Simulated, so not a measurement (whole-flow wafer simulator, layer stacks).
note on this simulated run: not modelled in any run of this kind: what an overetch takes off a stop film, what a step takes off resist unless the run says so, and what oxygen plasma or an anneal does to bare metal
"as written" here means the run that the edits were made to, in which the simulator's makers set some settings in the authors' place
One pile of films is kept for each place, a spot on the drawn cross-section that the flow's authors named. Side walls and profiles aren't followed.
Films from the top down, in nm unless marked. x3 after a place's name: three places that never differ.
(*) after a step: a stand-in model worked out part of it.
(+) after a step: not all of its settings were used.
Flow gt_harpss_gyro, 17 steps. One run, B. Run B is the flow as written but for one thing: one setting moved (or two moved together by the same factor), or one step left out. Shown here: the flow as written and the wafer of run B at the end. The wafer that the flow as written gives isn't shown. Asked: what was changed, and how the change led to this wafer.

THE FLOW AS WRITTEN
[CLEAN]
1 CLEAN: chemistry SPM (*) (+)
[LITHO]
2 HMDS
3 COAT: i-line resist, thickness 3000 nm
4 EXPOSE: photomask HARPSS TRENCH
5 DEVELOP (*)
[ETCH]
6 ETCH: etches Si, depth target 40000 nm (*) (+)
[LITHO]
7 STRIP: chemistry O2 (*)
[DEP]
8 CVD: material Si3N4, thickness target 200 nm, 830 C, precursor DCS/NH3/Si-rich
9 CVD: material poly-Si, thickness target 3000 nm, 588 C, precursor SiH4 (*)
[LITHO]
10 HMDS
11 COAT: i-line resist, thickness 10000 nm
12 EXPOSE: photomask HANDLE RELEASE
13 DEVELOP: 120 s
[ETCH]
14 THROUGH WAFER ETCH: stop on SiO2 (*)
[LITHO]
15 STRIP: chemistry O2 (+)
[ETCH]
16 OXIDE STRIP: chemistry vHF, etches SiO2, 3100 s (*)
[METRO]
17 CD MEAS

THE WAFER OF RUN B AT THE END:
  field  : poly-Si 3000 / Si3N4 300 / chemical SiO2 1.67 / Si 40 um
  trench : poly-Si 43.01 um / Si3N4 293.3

The cause: step 8, CVD: thickness target 300 nm was run, where the flow has thickness target 200 nm.
It can be read off the wafer: field has Si3N4 300, and step 8 as written asks for 200 nm.

How the change led to this, step by step:
  8 CVD: material Si3N4, thickness target 200 nm, 830 C, precursor DCS/NH3/Si-rich
      field: Si3N4 +300 (new film) (as written it would be: Si3N4 +200 (new film))
      trench: Si3N4 +293.3 (new film) (as written it would be: Si3N4 +195.9 (new film))
